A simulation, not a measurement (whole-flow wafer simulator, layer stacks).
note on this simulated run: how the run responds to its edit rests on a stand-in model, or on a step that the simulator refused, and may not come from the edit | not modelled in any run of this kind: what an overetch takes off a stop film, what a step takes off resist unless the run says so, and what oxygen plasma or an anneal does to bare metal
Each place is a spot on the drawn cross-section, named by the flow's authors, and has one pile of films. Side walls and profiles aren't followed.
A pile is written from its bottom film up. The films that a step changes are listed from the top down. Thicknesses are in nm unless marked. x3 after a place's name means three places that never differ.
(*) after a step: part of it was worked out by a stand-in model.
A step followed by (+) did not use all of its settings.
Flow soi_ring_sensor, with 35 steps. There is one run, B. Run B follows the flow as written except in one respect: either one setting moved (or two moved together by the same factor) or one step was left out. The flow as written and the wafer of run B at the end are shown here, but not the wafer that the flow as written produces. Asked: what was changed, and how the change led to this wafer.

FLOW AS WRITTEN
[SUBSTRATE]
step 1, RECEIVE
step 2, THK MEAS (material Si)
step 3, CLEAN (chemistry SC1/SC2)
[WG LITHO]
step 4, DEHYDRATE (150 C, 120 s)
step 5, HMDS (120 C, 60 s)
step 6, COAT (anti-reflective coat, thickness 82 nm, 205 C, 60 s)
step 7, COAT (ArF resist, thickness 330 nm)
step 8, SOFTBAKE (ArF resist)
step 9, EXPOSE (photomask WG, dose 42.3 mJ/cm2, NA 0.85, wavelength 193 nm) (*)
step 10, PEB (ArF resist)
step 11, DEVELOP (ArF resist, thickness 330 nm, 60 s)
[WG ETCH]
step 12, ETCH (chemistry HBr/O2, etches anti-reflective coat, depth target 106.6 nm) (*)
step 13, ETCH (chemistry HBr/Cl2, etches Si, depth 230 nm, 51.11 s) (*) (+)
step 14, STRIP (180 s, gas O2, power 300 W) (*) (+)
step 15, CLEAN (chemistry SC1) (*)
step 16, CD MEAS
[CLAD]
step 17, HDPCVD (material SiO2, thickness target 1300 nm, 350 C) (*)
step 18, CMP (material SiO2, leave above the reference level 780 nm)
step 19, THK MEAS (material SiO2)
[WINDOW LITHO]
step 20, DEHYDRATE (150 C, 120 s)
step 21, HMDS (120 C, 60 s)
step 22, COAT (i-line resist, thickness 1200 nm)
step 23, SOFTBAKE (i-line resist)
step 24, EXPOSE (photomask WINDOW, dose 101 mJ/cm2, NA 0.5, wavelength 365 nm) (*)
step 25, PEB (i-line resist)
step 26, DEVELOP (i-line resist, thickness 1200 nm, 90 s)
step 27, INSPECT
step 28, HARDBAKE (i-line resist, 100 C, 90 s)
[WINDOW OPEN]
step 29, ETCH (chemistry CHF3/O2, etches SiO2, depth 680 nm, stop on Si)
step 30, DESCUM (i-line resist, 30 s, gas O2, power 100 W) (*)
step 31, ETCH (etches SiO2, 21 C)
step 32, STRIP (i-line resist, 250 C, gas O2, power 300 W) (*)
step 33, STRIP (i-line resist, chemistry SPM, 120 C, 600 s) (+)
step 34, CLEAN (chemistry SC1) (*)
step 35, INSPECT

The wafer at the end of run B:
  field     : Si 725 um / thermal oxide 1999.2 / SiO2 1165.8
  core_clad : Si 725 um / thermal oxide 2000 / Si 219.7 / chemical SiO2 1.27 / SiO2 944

The reason: step 18, CMP: leave above the reference level 944 nm was run, whereas the flow has leave above the reference level 780 nm.
One can read it off the wafer: core_clad has SiO2 944, and step 18 as written asks for 780 nm.

How this came from the change, step by step:
  step 18, CMP (material SiO2, leave above the reference level 780 nm)
      gap, window, field, gap_clad: SiO2 loses 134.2 (in the flow as written it would be: SiO2 loses 298.2)
      core, core_clad: SiO2 loses 356 (in the flow as written it would be: SiO2 loses 520)
  step 31, ETCH (etches SiO2, 21 C)
      core: SiO2 loses 264 (all of it), chemical SiO2 loses 1.27 (all of it) (in the flow as written it would be: SiO2 loses 100 (all of it), chemical SiO2 loses 1.27 (all of it))
